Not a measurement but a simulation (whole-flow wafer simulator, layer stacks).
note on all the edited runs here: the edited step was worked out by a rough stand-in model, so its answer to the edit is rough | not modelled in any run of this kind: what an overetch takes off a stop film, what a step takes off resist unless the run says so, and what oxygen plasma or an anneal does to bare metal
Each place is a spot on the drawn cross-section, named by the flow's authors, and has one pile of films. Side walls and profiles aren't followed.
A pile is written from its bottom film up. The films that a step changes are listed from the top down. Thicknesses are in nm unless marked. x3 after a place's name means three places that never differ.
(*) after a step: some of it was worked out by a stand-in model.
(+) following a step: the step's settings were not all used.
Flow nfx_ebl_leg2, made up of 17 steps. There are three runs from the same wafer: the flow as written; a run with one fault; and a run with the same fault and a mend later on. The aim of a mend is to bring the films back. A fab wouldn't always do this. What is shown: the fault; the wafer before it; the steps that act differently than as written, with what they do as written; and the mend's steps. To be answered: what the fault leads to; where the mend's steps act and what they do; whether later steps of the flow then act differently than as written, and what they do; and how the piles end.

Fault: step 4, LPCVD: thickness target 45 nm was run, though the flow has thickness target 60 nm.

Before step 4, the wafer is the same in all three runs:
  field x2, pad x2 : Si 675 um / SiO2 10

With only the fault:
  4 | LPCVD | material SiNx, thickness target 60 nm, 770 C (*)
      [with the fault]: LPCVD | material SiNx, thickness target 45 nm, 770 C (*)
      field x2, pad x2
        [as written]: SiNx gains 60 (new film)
        [with the fault]: SiNx gains 45 (new film)
  Later steps of the flow acting differently than as written:
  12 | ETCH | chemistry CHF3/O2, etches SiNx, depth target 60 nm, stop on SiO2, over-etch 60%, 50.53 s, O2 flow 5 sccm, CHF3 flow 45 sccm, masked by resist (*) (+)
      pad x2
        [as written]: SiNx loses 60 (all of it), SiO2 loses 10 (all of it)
        [with the fault]: SiNx loses 45 (all of it), SiO2 loses 10 (all of it)
  By the end, the piles at field x2 depart from the flow's by more than 2% or 0.5 nm, whichever is larger.
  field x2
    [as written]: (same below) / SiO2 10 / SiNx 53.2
    [with the fault]: (same below) / SiO2 10 / SiNx 38.2

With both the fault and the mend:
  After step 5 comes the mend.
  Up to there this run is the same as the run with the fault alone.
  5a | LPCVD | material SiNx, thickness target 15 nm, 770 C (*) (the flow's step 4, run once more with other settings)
      field x2, pad x2
        SiNx gains 15
  None of the later steps of the flow acts differently than as written at any place that is followed.
  The piles end the same as the flow's at every place that both follow.
